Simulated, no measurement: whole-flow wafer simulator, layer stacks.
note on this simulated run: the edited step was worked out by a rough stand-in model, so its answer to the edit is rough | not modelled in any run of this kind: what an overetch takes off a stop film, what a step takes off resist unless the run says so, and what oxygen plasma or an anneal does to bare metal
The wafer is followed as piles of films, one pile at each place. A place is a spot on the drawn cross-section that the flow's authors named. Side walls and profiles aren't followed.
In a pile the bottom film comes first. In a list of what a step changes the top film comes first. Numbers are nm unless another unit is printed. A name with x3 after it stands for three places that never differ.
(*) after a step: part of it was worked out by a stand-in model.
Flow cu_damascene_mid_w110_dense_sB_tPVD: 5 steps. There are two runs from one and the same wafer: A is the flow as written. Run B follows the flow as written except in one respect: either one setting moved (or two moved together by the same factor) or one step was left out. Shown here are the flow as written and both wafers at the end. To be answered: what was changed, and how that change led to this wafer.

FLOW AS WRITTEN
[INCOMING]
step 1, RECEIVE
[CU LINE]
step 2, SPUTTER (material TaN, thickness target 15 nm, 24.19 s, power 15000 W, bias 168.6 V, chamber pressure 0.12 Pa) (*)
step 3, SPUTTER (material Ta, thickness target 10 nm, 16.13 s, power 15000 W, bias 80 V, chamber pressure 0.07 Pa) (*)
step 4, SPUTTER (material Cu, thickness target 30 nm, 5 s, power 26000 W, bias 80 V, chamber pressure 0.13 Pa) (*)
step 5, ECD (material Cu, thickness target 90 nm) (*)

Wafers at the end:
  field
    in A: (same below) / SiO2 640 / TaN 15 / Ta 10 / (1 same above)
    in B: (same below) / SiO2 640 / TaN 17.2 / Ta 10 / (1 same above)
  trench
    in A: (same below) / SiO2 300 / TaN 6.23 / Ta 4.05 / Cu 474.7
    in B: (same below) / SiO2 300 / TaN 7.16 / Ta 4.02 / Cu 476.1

What caused this: step 2, SPUTTER: 27.82 s was run, though the flow has 24.19 s.

The path from the change to this, step by step:
  step 2, SPUTTER (material TaN, thickness target 15 nm, 24.19 s, power 15000 W, bias 168.6 V, chamber pressure 0.12 Pa) (*)
      field: A TaN gains 15 (new film) | B TaN gains 17.2 (new film)
      trench: A TaN gains 6.23 (new film) | B TaN gains 7.16 (new film)
